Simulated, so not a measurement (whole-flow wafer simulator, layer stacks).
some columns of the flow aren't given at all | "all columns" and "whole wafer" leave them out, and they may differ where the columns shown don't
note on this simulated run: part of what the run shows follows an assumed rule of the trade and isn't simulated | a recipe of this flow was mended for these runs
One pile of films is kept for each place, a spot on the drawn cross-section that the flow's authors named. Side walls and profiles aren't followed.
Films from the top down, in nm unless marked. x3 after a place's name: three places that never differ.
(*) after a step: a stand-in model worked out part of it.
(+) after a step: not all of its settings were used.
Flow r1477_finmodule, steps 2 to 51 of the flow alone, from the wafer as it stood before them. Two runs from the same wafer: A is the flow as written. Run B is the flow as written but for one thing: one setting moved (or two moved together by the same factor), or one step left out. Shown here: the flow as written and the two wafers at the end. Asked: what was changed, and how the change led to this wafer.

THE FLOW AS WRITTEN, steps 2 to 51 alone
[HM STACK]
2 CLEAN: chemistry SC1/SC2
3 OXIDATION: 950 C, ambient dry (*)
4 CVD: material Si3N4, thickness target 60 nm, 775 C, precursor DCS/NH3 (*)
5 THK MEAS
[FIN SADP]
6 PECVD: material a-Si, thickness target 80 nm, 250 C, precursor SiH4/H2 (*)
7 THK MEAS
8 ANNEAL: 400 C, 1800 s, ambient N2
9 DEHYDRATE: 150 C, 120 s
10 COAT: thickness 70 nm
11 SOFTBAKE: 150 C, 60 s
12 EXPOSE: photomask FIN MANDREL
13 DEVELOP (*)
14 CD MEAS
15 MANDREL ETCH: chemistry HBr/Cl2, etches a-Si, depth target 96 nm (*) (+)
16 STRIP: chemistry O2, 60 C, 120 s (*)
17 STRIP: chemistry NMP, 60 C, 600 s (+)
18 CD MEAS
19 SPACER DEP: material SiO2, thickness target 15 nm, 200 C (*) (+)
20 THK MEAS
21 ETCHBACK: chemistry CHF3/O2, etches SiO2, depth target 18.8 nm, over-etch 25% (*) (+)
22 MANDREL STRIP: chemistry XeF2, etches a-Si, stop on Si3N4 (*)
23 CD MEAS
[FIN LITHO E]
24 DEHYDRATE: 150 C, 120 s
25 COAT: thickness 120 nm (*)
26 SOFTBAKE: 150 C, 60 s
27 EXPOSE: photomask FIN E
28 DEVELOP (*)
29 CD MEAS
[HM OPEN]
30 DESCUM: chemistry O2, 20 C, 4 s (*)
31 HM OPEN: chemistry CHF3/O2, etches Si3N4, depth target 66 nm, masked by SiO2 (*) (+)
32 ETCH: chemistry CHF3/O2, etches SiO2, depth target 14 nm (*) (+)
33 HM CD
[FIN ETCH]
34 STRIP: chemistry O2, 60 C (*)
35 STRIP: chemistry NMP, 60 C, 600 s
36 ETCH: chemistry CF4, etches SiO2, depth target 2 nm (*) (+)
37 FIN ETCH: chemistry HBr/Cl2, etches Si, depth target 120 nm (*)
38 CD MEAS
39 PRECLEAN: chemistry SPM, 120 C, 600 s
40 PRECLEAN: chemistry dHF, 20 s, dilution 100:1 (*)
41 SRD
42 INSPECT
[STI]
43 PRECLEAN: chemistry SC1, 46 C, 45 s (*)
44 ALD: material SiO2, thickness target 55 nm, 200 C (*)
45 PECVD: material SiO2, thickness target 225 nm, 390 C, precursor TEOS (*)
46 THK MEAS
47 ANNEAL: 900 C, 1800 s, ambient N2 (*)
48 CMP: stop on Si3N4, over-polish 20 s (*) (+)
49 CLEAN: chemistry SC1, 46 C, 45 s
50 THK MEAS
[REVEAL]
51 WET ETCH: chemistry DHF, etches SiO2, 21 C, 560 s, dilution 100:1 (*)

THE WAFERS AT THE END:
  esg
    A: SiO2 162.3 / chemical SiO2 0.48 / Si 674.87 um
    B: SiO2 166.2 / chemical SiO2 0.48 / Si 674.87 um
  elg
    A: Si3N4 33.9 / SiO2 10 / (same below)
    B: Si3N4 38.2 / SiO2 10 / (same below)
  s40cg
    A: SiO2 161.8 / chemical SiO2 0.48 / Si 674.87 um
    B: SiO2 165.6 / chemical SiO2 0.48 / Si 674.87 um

The cause: step 4, CVD: thickness target 64.3 nm was run, where the flow has thickness target 60 nm.

How the change led to this, step by step:
  4 CVD: material Si3N4, thickness target 60 nm, 775 C, precursor DCS/NH3 (*)
      pad, padg, elg and 33 more: A Si3N4 +60 (new film) | B Si3N4 +64.3 (new film)
  31 HM OPEN: chemistry CHF3/O2, etches Si3N4, depth target 66 nm, masked by SiO2 (*) (+)
      pad, padg, esg and 13 more: A Si3N4 -54.1 (all of it), SiO2 -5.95 | B Si3N4 -58.4 (all of it), SiO2 -3.8
      s40cg, s45cg, s50cg, s40co, s45co, s50co: A Si3N4 -60 (all of it), SiO2 -3 | B Si3N4 -64.3 (all of it), SiO2 -0.85
  32 ETCH: chemistry CHF3/O2, etches SiO2, depth target 14 nm (*) (+)
      pad, padg, esg and 13 more: A SiO2 -4.05 (all of it), Si -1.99 | B SiO2 -6.2 (all of it), Si -1.56
      s40cg, s45cg, s50cg, s40co, s45co, s50co: A SiO2 -7 (all of it), Si -1.4 | B SiO2 -9.15 (all of it), Si -0.97
  48 CMP: stop on Si3N4, over-polish 20 s (*) (+)
      pad, padg: A SiO2 -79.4 | B SiO2 -75.6
